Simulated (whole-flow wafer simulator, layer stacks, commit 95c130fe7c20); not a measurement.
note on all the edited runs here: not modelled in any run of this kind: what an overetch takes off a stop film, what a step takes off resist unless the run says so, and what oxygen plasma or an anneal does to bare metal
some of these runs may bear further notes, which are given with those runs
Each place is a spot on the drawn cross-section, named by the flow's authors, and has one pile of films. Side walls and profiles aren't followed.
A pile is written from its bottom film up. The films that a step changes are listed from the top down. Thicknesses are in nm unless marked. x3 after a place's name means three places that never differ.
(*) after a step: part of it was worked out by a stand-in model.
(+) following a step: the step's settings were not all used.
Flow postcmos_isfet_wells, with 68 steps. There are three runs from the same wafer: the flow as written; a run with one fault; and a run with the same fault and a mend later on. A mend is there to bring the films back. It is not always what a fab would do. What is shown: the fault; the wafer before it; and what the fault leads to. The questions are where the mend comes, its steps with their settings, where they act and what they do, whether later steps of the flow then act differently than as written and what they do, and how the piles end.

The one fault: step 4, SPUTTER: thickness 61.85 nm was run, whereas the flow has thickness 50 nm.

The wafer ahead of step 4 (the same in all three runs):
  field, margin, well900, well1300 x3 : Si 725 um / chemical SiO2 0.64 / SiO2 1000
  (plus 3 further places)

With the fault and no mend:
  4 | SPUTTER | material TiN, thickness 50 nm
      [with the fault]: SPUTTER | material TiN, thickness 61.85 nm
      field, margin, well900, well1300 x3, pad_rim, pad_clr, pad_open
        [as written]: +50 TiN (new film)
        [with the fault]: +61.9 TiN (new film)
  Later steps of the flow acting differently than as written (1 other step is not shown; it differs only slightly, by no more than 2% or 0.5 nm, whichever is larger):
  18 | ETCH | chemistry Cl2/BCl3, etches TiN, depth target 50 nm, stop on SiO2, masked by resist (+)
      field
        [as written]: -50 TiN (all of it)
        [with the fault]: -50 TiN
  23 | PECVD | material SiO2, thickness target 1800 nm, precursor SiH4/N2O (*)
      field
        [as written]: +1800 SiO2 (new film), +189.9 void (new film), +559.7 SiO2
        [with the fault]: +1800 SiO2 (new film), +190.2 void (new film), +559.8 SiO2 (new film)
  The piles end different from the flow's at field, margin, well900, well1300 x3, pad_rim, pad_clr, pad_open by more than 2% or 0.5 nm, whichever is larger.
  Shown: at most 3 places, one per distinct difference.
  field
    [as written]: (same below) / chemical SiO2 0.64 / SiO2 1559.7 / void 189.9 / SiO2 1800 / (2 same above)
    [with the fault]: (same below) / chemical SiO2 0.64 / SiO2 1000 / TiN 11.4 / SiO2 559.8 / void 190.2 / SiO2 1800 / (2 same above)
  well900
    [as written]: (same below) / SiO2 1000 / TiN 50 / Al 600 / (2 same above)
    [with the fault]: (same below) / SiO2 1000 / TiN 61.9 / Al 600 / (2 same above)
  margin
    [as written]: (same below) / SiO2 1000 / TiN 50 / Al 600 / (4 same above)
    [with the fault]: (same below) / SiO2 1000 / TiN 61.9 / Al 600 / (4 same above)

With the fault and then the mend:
  The mend follows step 4.
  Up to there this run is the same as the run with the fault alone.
  4a | ETCH | chemistry peroxide tin strip, depth target 11.85 nm
      field, margin, well900, well1300 x3, pad_rim, pad_clr, pad_open
        -11.9 TiN
  Every later step of the flow that is run acts as written at every place that is followed.
  The piles end the same as the flow's at every place that both follow.
